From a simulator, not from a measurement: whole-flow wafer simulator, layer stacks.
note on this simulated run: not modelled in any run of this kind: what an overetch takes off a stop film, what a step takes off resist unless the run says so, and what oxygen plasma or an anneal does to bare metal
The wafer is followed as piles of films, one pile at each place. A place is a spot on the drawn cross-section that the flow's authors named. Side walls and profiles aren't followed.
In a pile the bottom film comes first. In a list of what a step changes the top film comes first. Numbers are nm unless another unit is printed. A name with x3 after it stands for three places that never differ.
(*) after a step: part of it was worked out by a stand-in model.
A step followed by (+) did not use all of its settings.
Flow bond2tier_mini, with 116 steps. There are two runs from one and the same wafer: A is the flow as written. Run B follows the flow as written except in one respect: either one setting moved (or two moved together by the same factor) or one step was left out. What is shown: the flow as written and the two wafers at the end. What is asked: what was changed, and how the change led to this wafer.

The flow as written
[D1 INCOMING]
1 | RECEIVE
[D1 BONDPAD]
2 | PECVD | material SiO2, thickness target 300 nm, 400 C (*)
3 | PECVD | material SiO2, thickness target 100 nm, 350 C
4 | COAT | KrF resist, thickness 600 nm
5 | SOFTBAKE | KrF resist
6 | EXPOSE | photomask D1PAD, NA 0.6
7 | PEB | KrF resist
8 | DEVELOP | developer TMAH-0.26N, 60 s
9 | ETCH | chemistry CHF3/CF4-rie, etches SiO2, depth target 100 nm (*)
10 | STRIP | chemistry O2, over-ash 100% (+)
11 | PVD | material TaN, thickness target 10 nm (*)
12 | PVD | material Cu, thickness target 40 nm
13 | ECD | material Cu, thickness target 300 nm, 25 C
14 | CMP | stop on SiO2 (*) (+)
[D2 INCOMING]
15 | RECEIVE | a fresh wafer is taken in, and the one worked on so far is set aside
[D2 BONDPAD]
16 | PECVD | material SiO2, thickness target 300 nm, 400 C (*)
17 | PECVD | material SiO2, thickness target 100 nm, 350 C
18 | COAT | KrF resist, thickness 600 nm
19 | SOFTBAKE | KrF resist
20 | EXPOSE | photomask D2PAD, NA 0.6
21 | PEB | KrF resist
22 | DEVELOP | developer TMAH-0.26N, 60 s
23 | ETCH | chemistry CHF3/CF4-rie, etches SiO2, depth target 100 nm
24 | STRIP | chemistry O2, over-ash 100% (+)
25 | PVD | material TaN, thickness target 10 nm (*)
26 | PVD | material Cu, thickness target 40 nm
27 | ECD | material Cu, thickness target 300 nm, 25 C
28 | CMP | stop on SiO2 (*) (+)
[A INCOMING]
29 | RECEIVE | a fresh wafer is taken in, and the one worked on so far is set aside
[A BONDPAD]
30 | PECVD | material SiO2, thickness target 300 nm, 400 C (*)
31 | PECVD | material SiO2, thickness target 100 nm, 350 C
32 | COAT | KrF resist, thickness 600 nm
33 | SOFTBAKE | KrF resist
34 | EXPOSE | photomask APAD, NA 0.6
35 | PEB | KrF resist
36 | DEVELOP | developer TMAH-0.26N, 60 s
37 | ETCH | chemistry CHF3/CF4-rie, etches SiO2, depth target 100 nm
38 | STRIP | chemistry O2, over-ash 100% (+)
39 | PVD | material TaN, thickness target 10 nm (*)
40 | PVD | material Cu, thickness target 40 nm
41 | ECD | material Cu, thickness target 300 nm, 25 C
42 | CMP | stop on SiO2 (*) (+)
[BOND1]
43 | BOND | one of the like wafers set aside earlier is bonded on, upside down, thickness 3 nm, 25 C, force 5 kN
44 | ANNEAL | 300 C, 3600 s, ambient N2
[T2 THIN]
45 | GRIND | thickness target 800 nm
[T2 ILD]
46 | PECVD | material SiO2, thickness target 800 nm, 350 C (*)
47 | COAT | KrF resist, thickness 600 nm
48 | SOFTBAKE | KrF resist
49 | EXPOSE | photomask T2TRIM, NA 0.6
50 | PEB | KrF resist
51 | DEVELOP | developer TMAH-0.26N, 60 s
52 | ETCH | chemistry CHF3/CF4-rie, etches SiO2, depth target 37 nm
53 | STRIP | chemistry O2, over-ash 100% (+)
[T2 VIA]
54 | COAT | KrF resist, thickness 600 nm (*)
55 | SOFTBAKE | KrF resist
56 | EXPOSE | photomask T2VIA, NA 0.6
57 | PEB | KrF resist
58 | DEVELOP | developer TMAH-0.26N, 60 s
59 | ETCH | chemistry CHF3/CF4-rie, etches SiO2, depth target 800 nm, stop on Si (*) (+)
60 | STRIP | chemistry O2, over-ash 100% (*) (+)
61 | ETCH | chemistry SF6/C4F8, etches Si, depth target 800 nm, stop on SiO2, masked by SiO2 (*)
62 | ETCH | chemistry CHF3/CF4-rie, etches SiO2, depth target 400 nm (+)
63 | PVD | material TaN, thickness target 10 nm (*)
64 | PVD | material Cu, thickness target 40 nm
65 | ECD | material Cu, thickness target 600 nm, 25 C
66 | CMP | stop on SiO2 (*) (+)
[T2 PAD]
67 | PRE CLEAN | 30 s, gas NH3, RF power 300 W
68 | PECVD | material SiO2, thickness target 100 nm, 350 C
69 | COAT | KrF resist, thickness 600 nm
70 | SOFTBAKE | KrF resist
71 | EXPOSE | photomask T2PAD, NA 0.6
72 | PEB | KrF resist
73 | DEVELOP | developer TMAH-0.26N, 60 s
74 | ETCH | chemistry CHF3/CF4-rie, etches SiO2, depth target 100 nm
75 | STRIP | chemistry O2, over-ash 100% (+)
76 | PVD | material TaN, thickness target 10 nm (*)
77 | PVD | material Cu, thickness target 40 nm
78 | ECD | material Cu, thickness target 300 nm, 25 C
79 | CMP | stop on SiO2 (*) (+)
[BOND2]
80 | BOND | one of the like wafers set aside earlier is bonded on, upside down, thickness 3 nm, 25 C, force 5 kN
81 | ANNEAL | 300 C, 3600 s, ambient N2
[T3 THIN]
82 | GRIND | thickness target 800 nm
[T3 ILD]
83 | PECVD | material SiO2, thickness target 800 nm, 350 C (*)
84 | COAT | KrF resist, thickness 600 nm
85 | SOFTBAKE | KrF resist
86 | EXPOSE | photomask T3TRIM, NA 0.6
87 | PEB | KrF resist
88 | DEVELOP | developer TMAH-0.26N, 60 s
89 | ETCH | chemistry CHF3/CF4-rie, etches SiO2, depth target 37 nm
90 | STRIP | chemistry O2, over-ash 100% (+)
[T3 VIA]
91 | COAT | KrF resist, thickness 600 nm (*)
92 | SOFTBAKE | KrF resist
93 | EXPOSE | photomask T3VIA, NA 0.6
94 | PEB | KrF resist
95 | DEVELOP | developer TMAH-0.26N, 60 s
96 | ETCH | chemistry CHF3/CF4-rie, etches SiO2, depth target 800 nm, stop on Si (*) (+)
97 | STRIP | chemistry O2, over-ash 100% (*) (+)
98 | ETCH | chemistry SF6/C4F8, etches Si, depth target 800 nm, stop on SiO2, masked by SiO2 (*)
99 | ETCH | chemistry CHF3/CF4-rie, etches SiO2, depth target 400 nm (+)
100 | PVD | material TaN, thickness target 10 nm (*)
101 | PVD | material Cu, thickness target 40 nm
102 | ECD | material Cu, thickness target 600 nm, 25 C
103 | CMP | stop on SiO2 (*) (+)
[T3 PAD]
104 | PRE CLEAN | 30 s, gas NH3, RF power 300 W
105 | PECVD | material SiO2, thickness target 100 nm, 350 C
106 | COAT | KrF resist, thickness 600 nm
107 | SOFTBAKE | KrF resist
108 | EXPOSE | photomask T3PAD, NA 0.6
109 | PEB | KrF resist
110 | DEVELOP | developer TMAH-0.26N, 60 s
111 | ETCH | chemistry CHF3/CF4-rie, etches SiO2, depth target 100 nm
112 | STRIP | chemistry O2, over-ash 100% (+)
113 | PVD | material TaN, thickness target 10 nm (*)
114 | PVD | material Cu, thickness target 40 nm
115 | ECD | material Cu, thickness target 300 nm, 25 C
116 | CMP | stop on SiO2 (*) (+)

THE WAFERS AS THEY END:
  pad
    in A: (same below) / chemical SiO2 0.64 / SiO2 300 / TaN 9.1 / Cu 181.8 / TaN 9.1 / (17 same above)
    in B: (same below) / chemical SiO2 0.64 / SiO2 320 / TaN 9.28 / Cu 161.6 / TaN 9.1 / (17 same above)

What caused this: step 37, ETCH: depth target 80 nm was run, while the flow as written has depth target 100 nm.

Step by step, how the change led to this:
  37 | ETCH | chemistry CHF3/CF4-rie, etches SiO2, depth target 100 nm
      pad, via: A -100 SiO2 | B -80 SiO2
      field: A -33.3 KrF resist | B -26.7 KrF resist
  41 | ECD | material Cu, thickness target 300 nm, 25 C
      pad: A +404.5 Cu | B +383.6 Cu
      via: A +400.2 Cu | B +380.1 Cu
